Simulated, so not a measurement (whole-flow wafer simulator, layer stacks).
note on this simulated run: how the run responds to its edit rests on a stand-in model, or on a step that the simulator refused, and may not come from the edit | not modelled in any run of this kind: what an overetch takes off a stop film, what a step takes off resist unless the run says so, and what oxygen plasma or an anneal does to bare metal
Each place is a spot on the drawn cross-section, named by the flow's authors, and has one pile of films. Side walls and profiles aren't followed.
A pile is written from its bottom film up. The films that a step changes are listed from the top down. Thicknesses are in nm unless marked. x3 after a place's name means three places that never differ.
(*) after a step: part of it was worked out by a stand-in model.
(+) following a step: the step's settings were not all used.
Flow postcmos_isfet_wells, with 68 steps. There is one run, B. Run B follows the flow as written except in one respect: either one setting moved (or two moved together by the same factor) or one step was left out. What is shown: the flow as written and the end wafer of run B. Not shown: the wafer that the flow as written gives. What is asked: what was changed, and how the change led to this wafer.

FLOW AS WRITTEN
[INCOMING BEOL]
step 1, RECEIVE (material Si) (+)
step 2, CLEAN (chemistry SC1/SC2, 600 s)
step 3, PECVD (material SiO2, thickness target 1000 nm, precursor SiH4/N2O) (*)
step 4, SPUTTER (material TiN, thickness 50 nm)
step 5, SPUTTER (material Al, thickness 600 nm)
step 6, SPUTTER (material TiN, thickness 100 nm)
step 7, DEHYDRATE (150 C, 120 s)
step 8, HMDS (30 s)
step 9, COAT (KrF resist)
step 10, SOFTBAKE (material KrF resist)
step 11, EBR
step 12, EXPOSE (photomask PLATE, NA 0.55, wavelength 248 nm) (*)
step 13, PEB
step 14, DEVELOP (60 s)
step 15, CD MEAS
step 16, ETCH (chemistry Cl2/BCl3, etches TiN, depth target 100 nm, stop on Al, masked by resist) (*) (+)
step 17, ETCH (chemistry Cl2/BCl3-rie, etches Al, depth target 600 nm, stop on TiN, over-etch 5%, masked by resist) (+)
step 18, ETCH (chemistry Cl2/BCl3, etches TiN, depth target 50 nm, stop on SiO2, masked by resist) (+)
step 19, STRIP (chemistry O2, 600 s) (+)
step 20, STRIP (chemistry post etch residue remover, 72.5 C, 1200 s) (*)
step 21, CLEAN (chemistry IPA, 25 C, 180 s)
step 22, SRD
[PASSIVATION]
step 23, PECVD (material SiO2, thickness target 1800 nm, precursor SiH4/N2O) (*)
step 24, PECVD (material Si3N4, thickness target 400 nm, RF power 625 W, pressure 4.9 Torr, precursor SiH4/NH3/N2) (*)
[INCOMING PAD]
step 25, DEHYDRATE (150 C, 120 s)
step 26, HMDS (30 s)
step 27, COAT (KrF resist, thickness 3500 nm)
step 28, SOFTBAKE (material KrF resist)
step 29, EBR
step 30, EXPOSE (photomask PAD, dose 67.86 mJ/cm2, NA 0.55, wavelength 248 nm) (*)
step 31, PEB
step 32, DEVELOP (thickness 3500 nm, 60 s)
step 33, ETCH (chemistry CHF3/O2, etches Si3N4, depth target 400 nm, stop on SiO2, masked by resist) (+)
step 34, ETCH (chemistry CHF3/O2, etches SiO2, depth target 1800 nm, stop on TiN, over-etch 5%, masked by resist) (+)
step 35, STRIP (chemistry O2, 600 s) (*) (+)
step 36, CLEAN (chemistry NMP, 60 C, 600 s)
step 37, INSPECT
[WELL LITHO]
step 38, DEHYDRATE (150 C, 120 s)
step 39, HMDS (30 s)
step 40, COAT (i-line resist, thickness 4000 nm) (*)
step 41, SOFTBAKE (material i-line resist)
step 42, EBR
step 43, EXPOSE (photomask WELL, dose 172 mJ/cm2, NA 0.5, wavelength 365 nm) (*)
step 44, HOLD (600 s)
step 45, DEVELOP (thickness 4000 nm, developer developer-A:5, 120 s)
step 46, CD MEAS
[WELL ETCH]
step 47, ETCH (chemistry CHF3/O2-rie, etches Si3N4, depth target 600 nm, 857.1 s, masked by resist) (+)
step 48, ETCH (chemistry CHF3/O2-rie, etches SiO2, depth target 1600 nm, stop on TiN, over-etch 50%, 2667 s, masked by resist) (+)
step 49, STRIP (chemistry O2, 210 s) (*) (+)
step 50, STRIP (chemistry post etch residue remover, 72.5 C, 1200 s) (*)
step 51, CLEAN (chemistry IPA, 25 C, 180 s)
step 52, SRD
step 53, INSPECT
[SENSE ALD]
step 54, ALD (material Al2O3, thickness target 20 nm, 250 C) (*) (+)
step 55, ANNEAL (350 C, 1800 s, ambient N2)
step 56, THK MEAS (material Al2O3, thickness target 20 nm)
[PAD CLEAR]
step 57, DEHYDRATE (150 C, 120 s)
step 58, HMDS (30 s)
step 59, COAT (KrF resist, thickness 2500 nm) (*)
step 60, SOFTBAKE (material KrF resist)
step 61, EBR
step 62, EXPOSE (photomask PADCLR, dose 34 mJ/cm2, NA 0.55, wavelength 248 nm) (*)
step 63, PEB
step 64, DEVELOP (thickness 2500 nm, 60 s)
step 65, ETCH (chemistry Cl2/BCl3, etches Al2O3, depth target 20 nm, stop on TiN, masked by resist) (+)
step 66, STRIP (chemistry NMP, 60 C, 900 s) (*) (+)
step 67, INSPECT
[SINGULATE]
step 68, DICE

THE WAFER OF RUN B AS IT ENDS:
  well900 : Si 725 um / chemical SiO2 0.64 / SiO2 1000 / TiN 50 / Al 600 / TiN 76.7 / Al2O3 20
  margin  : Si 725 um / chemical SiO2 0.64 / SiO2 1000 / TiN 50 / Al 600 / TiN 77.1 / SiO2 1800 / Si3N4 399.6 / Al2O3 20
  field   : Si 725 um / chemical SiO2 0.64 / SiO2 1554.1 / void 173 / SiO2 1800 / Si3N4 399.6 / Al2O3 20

What caused this: step 6, SPUTTER: thickness 77.5 nm was run, while the flow as written has thickness 100 nm.

The path from the change to this, step by step:
  step 6, SPUTTER (material TiN, thickness 100 nm)
      field, margin, well900, well1300 x3, pad_rim, pad_clr, pad_open: +77.5 TiN (new film) (it would be, as written: +100 TiN (new film))
  step 16, ETCH (chemistry Cl2/BCl3, etches TiN, depth target 100 nm, stop on Al, masked by resist) (*) (+)
      field: -77.5 TiN (all of it) (it would be, as written: -100 TiN (all of it))
  step 23, PECVD (material SiO2, thickness target 1800 nm, precursor SiH4/N2O) (*)
      field: +1800 SiO2 (new film), +173 void (new film), +554.1 SiO2 (it would be, as written: +1800 SiO2 (new film), +189.9 void (new film), +559.7 SiO2)
